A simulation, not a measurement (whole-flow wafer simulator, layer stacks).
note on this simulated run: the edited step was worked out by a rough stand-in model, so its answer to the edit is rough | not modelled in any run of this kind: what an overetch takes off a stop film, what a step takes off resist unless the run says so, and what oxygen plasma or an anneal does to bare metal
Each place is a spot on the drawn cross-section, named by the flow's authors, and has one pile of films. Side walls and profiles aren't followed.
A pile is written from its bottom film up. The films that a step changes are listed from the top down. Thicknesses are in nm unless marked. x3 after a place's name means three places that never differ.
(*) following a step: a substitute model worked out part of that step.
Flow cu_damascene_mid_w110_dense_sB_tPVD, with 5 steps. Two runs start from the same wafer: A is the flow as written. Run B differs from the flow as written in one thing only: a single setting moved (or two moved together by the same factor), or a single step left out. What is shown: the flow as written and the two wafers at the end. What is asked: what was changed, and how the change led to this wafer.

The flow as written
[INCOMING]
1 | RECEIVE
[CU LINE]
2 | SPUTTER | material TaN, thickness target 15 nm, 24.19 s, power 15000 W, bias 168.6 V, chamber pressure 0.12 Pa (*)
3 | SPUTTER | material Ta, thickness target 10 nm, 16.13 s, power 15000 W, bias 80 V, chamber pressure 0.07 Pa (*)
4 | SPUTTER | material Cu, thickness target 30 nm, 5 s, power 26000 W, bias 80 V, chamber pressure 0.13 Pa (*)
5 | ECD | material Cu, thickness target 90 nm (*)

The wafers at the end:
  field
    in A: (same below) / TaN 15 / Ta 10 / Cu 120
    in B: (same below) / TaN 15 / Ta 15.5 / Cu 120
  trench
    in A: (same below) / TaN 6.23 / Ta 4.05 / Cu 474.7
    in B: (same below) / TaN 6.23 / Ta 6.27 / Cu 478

Cause: step 3, SPUTTER: thickness target 15.5 nm was run, whereas the flow has thickness target 10 nm.
One can read it off the wafer: field has Ta 15.5, and step 3 as written asks for 10 nm.

Step by step, how the change led to this:
  3 | SPUTTER | material Ta, thickness target 10 nm, 16.13 s, power 15000 W, bias 80 V, chamber pressure 0.07 Pa (*)
      field: A Ta gains 10 (new film) | B Ta gains 15.5 (new film)
      trench: A Ta gains 4.05 (new film) | B Ta gains 6.27 (new film)
